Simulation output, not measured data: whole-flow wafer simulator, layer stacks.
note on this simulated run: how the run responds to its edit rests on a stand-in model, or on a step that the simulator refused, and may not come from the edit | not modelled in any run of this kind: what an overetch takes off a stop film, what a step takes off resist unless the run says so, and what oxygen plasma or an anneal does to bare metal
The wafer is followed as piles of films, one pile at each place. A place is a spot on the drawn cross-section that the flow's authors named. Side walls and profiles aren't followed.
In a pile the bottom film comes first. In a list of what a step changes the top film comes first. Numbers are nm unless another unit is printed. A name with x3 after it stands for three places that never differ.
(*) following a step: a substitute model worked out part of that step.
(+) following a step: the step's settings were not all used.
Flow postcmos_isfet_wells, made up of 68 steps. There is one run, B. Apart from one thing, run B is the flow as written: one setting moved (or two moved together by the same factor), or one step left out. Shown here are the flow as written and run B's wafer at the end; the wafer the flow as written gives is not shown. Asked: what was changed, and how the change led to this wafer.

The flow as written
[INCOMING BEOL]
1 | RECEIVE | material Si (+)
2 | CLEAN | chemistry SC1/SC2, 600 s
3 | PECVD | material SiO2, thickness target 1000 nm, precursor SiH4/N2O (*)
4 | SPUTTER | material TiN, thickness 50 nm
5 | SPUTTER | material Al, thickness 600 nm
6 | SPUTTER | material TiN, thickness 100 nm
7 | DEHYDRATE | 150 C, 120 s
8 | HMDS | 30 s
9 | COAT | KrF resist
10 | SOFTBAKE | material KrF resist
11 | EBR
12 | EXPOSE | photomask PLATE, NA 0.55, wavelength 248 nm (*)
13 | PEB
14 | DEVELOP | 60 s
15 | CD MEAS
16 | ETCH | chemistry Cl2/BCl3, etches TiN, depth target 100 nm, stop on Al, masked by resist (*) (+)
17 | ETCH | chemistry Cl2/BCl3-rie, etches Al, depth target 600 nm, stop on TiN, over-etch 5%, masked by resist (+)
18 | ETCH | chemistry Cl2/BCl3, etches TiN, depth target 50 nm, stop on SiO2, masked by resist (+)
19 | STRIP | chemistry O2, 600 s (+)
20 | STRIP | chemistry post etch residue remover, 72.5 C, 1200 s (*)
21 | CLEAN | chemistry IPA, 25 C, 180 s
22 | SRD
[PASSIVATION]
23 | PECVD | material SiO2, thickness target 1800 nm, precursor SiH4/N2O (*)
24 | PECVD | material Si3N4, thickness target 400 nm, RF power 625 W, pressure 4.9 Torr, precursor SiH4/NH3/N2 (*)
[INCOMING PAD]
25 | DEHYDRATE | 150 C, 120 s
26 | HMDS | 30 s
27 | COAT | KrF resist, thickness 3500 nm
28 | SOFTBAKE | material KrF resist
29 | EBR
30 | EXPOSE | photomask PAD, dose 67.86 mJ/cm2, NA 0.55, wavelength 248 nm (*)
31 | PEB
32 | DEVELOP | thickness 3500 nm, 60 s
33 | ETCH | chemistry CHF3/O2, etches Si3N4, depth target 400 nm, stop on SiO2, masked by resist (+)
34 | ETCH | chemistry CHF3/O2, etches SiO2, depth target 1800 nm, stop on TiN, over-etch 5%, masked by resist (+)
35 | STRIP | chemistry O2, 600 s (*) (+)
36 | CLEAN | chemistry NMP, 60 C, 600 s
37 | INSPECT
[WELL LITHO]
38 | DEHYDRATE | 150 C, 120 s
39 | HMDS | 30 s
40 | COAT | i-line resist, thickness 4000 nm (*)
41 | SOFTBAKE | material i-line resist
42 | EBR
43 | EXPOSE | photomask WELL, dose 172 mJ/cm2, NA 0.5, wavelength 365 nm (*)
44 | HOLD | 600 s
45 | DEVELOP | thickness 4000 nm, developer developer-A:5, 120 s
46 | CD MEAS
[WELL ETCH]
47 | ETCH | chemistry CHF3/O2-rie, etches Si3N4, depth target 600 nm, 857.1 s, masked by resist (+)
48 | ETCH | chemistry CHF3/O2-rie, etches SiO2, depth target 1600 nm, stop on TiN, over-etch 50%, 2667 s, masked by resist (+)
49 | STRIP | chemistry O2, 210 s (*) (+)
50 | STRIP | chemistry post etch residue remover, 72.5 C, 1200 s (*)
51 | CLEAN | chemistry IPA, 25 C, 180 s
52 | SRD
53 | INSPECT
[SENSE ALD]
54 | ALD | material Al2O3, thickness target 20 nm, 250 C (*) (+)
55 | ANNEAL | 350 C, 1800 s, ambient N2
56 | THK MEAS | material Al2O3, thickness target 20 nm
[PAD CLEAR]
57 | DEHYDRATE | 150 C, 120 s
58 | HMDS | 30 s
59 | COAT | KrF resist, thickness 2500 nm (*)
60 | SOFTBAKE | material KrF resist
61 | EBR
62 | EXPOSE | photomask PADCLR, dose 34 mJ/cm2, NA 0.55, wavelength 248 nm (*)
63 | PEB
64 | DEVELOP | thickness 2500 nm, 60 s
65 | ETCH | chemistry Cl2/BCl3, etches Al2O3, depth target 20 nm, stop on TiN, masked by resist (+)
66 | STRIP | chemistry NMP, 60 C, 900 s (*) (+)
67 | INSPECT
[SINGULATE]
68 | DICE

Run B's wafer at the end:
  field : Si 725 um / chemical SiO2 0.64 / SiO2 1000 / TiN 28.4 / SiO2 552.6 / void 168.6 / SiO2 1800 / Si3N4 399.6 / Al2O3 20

What caused this: step 18, ETCH: depth target 21.2 nm was run, while the flow as written has depth target 50 nm.

How this came from the change, step by step:
  18 | ETCH | chemistry Cl2/BCl3, etches TiN, depth target 50 nm, stop on SiO2, masked by resist (+)
      field: TiN loses 21.2 (it would be, as written: TiN loses 50 (all of it))
      margin, well900, well1300 x3, pad_rim, pad_clr, pad_open: KrF resist loses 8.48 (it would be, as written: KrF resist loses 20)
  23 | PECVD | material SiO2, thickness target 1800 nm, precursor SiH4/N2O (*)
      field: SiO2 gains 1800 (new film), void gains 168.6 (new film), SiO2 gains 552.6 (new film) (it would be, as written: SiO2 gains 1800 (new film), void gains 189.9 (new film), SiO2 gains 559.7)
If metal films that touch count as one body, field has 1 body; the flow as written gives 0 bodies.
